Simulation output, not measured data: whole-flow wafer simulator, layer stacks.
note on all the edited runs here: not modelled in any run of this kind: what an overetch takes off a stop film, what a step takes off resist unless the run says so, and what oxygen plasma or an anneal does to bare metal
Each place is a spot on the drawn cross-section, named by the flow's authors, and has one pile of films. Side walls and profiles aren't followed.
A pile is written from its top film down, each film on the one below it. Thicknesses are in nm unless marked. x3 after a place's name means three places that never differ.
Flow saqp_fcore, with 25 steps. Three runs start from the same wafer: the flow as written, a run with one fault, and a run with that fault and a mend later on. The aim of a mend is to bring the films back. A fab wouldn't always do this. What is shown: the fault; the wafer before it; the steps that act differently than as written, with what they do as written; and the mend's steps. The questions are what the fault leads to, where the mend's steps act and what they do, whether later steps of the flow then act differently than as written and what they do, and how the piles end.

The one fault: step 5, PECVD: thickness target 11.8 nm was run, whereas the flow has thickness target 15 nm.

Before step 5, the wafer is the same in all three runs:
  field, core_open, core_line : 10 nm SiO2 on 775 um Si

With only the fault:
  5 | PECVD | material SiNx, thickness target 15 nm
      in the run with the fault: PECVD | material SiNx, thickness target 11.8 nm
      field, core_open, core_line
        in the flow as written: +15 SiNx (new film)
        in the run with the fault: +11.8 SiNx (new film)
  Every later step of the flow that is run acts as written at every place that is followed.
  At field, core_open, core_line, the piles at the end differ from the flow's by more than 2% or 0.5 nm, whichever is larger.
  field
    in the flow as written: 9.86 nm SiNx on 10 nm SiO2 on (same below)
    in the run with the fault: 6.66 nm SiNx on 10 nm SiO2 on (same below)
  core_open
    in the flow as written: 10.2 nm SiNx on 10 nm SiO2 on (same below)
    in the run with the fault: 6.98 nm SiNx on 10 nm SiO2 on (same below)
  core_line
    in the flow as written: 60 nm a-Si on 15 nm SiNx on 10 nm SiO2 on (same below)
    in the run with the fault: 60 nm a-Si on 11.8 nm SiNx on 10 nm SiO2 on (same below)

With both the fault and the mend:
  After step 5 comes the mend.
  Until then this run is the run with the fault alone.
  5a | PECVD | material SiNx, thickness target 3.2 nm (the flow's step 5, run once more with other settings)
      field, core_open, core_line
        +3.2 SiNx
  Every later step of the flow that is run acts as written at every place that is followed.
  By the end, the piles equal the flow's at every place that both follow.
